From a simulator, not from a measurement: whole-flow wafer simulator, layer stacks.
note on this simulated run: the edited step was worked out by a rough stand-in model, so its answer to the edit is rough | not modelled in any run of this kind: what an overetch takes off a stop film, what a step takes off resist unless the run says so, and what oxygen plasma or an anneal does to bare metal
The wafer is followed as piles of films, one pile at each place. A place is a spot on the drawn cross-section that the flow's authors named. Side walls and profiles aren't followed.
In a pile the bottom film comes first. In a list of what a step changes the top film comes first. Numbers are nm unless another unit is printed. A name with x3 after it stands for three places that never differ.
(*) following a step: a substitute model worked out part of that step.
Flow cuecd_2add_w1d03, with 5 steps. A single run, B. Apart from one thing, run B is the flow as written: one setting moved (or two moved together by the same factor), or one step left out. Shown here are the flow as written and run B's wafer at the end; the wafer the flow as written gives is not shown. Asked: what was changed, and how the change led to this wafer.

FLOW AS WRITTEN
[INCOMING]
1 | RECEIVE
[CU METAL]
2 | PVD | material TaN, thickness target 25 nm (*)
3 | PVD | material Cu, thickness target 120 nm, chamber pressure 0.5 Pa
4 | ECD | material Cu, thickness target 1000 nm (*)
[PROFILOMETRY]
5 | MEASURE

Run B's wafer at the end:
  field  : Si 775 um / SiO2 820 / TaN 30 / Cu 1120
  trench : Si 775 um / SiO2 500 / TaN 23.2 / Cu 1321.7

What caused this: step 2, PVD: thickness target 30 nm was run, though the flow has thickness target 25 nm.
The wafer lets one read it off: field has TaN 30, and step 2 as written asks for 25 nm.

Step by step, how the change led to this:
  2 | PVD | material TaN, thickness target 25 nm (*)
      field: +30 TaN (new film) (it would be, as written: +25 TaN (new film))
      trench: +23.2 TaN (new film) (it would be, as written: +19.4 TaN (new film))
